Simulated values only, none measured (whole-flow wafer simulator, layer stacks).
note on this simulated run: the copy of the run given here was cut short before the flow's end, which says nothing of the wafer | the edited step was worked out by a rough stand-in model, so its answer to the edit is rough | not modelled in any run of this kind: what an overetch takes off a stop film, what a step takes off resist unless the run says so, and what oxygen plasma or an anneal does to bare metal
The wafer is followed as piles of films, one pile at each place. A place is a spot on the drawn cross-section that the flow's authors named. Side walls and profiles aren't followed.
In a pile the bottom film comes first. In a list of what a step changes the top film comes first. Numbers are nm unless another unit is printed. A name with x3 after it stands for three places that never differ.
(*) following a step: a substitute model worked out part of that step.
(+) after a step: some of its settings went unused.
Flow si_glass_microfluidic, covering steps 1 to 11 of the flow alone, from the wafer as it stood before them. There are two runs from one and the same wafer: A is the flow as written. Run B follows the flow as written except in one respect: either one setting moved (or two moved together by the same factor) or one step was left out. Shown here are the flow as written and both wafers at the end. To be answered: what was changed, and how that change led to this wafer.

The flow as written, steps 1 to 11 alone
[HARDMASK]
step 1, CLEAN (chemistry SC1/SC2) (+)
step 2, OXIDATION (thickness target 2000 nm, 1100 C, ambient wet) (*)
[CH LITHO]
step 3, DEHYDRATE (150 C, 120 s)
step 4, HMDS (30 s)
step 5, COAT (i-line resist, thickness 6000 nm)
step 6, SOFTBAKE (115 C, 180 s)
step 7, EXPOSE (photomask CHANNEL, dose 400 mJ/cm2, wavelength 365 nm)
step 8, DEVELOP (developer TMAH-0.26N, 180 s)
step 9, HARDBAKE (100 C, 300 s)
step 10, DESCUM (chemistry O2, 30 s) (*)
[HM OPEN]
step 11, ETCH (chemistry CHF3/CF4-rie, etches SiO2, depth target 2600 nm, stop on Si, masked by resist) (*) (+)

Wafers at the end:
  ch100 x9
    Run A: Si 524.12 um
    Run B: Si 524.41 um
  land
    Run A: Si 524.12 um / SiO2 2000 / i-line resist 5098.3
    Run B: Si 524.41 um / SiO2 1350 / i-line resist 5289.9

The reason: step 2, OXIDATION: thickness target 1350 nm was run, though the flow has thickness target 2000 nm.
The wafer itself shows it: land has SiO2 1350, and step 2 as written asks for 2000 nm.

How this came from the change, step by step:
  step 2, OXIDATION (thickness target 2000 nm, 1100 C, ambient wet) (*)
      land, ch100 x9: A SiO2 gains 2000 (new film), chemical SiO2 loses 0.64 (all of it), Si loses 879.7 | B SiO2 gains 1350 (new film), chemical SiO2 loses 0.64 (all of it), Si loses 593.7
  step 11, ETCH (chemistry CHF3/CF4-rie, etches SiO2, depth target 2600 nm, stop on Si, masked by resist) (*) (+)
      ch100 x9: A SiO2 loses 2000 (all of it) | B SiO2 loses 1350 (all of it)
      land: A i-line resist loses 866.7 | B i-line resist loses 675
